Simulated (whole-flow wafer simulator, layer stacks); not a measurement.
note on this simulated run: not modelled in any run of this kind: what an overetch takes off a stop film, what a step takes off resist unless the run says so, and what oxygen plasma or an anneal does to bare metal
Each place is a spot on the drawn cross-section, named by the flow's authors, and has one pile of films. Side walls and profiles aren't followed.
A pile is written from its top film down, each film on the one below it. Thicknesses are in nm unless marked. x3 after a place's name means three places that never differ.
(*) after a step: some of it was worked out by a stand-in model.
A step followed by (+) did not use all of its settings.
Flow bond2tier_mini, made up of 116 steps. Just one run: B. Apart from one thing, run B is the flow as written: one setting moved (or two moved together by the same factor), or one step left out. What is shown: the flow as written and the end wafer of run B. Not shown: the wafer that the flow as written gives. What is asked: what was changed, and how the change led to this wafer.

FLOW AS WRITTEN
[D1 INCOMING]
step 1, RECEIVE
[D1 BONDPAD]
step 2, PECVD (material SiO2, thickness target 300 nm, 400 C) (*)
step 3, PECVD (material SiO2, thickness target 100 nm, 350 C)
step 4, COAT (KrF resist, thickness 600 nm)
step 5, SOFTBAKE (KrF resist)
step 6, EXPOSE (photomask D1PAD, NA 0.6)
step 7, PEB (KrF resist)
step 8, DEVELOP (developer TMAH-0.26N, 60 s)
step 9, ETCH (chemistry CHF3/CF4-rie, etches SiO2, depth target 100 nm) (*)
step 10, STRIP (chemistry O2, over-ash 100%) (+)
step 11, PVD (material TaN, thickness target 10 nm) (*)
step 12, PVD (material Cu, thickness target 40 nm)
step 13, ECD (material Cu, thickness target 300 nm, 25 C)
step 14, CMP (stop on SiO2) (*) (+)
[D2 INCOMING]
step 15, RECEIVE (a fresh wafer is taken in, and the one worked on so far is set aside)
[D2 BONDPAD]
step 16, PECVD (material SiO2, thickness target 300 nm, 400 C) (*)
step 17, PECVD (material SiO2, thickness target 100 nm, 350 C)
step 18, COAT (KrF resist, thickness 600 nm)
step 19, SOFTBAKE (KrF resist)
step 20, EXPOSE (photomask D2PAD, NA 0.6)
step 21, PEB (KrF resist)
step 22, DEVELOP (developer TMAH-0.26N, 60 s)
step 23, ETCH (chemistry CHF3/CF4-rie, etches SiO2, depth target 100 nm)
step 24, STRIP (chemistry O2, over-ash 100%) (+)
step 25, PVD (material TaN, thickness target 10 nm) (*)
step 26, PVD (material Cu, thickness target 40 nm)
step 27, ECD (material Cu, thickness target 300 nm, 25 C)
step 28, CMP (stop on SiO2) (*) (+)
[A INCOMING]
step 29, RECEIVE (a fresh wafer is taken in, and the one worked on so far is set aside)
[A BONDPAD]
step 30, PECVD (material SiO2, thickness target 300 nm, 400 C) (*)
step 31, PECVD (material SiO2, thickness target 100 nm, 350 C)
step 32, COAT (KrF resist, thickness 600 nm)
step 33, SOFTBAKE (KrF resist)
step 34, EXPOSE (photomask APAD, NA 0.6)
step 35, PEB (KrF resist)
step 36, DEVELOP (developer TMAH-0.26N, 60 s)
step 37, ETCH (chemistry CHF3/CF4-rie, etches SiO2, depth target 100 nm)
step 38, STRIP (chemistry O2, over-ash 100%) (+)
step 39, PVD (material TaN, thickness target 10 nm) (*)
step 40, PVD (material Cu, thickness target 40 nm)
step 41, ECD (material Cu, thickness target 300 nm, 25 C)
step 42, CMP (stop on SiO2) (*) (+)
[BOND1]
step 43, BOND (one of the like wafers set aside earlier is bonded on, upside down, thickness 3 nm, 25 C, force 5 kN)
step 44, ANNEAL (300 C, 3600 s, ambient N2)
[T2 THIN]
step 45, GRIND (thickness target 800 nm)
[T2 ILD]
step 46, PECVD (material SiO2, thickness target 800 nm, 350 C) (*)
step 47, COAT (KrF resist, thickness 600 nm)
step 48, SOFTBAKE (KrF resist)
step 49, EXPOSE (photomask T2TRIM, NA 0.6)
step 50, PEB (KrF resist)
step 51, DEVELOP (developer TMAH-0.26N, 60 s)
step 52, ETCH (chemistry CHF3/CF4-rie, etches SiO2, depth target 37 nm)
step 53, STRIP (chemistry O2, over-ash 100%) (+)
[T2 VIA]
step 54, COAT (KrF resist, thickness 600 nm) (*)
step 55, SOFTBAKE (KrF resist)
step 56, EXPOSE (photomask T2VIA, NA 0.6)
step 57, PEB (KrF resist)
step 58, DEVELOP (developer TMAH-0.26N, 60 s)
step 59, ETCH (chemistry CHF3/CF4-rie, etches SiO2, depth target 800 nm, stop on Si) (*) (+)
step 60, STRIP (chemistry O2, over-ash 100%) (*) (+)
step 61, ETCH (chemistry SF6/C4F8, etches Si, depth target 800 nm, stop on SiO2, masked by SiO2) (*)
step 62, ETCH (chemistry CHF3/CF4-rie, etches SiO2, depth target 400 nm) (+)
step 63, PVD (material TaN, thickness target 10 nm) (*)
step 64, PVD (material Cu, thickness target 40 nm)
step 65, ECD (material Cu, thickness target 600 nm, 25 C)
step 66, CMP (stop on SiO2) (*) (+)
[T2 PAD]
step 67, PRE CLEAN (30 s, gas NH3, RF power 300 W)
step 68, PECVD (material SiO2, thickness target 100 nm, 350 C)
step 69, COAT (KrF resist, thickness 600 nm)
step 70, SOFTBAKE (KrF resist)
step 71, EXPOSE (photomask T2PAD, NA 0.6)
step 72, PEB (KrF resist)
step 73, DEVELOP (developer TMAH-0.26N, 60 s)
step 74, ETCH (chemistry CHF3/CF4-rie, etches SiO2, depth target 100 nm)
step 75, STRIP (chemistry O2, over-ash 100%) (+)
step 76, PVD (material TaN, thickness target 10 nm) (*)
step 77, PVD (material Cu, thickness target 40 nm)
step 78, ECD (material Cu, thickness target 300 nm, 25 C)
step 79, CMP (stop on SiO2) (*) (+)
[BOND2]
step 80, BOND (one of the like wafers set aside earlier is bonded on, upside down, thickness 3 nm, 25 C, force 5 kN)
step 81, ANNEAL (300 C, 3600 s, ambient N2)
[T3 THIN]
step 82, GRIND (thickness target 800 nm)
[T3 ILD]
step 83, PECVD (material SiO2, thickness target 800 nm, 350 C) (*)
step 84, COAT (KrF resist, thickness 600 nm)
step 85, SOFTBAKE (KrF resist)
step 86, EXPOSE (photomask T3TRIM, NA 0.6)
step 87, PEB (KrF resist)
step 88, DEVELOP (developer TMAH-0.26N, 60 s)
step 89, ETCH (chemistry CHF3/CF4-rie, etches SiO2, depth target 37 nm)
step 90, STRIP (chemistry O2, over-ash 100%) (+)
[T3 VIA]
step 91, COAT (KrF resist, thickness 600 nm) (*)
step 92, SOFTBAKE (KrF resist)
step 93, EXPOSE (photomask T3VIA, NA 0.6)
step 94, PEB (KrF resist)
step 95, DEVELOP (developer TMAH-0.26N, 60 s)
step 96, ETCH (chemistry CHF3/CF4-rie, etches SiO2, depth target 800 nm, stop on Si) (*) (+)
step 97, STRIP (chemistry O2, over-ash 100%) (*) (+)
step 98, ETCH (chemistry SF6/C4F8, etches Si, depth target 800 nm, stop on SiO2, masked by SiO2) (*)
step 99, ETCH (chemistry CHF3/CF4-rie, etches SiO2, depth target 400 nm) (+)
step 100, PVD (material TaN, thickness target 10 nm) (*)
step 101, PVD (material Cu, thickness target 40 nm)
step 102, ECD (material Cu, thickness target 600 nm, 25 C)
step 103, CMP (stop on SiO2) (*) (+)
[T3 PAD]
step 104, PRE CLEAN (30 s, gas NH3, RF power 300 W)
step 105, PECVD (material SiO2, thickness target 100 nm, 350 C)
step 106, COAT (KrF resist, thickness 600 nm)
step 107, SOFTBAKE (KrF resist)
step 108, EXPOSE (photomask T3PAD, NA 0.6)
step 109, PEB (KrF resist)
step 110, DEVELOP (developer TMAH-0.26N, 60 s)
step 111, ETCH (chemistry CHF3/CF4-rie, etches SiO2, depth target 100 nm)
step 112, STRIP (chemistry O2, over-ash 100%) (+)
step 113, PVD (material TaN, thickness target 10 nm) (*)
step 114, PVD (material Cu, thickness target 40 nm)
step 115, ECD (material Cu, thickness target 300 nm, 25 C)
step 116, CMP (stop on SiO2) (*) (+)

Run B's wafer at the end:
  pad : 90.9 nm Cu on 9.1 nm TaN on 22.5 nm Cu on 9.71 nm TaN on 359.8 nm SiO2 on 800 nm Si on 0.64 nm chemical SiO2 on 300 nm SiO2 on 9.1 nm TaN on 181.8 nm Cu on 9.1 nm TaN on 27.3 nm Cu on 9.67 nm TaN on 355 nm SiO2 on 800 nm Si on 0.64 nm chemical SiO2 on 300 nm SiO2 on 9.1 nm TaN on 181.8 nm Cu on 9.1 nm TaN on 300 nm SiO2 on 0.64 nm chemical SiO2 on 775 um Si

What caused this: step 89, ETCH: depth target 32.2 nm was run, whereas the flow has depth target 37 nm.

The path from the change to this, step by step:
  step 89, ETCH (chemistry CHF3/CF4-rie, etches SiO2, depth target 37 nm)
      field: -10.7 KrF resist (in the flow as written it would be: -12.3 KrF resist)
      pad: -32.2 SiO2 (in the flow as written it would be: -37 SiO2)
